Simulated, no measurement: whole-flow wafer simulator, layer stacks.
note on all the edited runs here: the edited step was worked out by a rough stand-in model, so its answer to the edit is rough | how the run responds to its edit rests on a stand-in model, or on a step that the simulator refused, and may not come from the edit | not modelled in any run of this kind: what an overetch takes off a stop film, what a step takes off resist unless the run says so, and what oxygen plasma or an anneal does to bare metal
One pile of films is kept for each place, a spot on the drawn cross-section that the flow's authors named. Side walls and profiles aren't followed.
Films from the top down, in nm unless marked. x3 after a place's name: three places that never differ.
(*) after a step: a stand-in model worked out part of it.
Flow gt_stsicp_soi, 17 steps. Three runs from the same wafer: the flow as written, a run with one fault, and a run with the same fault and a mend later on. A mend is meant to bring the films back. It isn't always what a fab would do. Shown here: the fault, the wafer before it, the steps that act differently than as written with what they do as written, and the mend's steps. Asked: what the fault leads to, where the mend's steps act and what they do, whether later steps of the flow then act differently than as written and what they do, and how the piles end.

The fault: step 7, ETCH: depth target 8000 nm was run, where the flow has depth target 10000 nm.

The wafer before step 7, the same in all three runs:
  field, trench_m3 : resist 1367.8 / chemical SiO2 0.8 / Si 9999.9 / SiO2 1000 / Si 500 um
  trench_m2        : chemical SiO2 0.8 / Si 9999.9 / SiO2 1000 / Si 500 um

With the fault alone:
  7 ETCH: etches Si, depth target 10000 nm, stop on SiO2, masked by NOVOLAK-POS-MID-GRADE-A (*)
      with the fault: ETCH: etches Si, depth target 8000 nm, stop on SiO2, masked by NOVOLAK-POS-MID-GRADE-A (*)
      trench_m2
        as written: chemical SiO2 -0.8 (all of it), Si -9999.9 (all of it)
        with the fault: chemical SiO2 -0.8 (all of it), Si -8000
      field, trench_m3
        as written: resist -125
        with the fault: resist -100
  Later steps of the flow that act differently than as written (2 more steps differ only slightly, by at most 2% or 0.5 nm, whichever is larger, and aren't shown):
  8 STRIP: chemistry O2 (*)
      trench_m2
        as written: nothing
        with the fault: chemical SiO2 +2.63 (new film), Si -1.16
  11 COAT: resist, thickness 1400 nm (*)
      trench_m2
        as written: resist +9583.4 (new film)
        with the fault: resist +7996.2 (new film)
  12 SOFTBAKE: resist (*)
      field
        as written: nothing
        with the fault: resist +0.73
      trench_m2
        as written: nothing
        with the fault: resist +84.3
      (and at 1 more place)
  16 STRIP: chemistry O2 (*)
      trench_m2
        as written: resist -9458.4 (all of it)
        with the fault: resist -7955.4 (all of it), chemical SiO2 +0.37, Si -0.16
  At the end the piles differ from the flow's by more than 2% or 0.5 nm, whichever is larger, at trench_m2.
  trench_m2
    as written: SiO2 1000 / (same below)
    with the fault: chemical SiO2 3 / Si 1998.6 / SiO2 1000 / (same below)

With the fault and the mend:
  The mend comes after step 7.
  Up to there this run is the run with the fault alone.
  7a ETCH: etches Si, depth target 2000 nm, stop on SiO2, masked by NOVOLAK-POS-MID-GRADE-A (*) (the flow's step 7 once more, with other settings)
      field, trench_m3
        resist -25
      trench_m2
        Si -1999.9 (all of it)
  No later step of the flow acts differently than as written at any place that is followed.
  At the end the piles are the same as the flow's at every place that both follow.
